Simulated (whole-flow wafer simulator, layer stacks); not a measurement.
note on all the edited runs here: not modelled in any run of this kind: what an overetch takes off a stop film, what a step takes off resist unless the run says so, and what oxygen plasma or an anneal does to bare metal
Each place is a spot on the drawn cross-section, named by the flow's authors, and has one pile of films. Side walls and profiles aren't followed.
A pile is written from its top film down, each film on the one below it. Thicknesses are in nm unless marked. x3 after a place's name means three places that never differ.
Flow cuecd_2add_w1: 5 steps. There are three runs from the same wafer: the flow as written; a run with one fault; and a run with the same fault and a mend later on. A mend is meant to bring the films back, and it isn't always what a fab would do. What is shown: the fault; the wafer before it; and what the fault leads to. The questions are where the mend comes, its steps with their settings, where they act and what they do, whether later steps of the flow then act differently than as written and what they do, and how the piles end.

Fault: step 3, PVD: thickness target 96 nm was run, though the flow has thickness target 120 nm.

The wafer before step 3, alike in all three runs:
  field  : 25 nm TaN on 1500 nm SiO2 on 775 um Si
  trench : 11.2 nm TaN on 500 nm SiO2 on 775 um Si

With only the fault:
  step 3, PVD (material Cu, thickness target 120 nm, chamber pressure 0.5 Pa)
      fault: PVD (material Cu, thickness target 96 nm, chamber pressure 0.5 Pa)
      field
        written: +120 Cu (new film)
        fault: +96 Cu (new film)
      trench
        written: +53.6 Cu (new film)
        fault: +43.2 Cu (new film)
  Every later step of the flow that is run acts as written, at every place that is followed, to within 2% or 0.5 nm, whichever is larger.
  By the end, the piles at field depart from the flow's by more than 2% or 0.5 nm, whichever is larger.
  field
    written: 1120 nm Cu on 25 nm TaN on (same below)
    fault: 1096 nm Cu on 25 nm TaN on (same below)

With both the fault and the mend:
  The mend follows step 3.
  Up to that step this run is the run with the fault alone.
  step 3a, PVD (material Cu, thickness target 24 nm, chamber pressure 0.5 Pa) (a further turn of the flow's step 3, with different settings)
      field
        +24 Cu
      trench
        +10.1 Cu
  Every later step of the flow that is run acts as written, at every place that is followed, to within 2% or 0.5 nm, whichever is larger.
  The piles end the same as the flow's at every place that both follow.
